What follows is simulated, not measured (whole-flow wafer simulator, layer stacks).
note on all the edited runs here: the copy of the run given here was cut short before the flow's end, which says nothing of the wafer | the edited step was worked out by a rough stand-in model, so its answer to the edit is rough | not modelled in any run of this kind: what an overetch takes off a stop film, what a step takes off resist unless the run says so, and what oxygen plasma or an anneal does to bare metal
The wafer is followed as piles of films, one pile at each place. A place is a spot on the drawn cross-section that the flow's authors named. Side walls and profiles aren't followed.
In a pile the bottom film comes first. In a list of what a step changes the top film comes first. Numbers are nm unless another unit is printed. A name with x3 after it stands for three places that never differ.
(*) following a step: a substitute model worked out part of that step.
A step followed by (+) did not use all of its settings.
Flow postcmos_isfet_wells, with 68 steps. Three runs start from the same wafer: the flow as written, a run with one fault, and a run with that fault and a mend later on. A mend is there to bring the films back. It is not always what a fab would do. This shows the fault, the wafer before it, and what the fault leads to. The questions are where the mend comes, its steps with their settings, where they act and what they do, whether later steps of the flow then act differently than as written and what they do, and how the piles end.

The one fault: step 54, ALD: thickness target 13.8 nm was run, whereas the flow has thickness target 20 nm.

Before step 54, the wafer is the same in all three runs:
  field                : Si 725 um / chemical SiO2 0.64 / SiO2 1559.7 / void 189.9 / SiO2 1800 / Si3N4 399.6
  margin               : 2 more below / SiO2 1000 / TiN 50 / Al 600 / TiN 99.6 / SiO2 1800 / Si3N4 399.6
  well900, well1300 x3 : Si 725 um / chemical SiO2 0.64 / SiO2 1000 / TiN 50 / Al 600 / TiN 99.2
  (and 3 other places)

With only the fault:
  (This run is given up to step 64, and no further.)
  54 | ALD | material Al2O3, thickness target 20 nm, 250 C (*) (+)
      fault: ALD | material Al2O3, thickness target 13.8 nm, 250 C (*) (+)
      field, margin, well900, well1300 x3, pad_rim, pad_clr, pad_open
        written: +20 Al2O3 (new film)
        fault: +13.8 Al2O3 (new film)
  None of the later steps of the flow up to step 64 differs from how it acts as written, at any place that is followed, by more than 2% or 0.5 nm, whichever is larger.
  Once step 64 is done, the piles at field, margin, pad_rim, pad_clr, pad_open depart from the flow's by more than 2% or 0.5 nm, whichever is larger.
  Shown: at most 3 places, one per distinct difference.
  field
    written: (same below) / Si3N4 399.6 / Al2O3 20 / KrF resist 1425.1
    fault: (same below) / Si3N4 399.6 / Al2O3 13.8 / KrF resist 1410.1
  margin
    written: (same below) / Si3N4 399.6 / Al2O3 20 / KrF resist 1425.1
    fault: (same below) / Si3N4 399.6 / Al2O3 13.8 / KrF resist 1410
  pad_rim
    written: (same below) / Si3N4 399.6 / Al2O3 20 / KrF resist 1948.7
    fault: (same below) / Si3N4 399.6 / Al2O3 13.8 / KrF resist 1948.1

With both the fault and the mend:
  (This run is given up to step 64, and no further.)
  The mend follows step 54.
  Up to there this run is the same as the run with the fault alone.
  54a | ALD | material Al2O3, thickness target 6.2 nm, 250 C (*) (+) (the flow's step 54 again, with other settings)
      field, margin, well900, well1300 x3, pad_rim, pad_clr, pad_open
        +6.2 Al2O3
  None of the later steps of the flow up to step 64 acts differently than as written at any place that is followed.
  At every place that both follow, the piles after step 64 match the flow's.
